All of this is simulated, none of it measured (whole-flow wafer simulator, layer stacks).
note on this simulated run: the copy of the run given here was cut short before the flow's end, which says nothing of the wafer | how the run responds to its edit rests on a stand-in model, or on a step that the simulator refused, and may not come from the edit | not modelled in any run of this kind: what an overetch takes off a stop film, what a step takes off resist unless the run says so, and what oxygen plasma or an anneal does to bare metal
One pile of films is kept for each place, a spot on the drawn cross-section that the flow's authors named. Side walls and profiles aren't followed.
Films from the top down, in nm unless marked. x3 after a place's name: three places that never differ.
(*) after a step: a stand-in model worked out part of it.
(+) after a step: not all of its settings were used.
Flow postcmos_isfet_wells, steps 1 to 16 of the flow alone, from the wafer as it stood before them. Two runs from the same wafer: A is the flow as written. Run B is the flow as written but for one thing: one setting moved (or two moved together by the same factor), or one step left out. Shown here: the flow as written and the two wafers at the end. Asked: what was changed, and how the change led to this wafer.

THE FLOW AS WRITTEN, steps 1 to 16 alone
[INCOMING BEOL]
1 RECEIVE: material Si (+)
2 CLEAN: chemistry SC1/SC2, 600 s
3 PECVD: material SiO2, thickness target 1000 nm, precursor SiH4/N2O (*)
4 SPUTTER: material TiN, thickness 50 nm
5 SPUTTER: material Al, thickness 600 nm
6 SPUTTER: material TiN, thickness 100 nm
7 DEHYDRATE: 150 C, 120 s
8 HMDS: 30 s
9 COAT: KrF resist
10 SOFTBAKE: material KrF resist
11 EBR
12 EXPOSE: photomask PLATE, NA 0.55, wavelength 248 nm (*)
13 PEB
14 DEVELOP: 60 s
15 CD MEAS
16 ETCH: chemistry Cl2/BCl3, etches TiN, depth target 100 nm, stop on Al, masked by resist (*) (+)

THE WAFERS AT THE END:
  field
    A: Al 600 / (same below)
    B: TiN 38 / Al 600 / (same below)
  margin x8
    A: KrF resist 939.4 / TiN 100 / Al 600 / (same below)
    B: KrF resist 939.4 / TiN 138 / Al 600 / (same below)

The cause: step 6, SPUTTER: thickness 138 nm was run, where the flow has thickness 100 nm.
It can be read off the wafer: margin x8 has TiN 138, and step 6 as written asks for 100 nm.

How the change led to this, step by step:
  6 SPUTTER: material TiN, thickness 100 nm
      field, margin x8: A TiN +100 (new film) | B TiN +138 (new film)
  16 ETCH: chemistry Cl2/BCl3, etches TiN, depth target 100 nm, stop on Al, masked by resist (*) (+)
      field: A TiN -100 (all of it) | B TiN -100
